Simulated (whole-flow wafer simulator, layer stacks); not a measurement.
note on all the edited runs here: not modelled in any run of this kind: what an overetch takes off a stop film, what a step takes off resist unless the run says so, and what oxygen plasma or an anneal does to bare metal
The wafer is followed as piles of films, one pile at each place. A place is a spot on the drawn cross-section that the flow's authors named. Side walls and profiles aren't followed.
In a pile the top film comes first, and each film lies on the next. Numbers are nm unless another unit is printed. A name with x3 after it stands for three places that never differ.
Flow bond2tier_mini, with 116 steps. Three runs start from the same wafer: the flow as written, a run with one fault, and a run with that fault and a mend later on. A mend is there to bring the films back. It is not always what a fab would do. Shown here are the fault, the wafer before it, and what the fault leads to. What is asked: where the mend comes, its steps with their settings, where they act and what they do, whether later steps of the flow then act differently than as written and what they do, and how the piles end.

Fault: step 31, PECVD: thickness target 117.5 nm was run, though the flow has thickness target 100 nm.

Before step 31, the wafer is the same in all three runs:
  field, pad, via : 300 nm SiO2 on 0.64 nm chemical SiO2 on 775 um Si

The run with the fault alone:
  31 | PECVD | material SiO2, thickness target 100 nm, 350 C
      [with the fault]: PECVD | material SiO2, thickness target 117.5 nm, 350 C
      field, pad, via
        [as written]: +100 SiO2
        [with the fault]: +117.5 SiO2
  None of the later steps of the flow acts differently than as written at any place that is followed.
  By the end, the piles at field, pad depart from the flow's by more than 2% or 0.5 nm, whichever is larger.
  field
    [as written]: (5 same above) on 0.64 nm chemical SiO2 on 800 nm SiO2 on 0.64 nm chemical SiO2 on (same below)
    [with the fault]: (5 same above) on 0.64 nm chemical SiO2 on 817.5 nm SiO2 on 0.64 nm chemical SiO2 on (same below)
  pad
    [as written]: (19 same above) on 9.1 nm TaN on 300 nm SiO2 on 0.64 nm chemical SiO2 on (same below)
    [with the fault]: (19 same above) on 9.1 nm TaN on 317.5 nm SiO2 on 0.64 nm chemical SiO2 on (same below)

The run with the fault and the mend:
  The mend stands after step 31.
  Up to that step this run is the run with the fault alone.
  31a | ETCH | chemistry CHF3/CF4-rie, etches SiO2, depth target 17.5 nm (the flow's step 9, run once more with other settings)
      field, pad, via
        -17.5 SiO2
  None of the later steps of the flow acts differently than as written at any place that is followed.
  At every place that both follow, the piles at the end match the flow's.
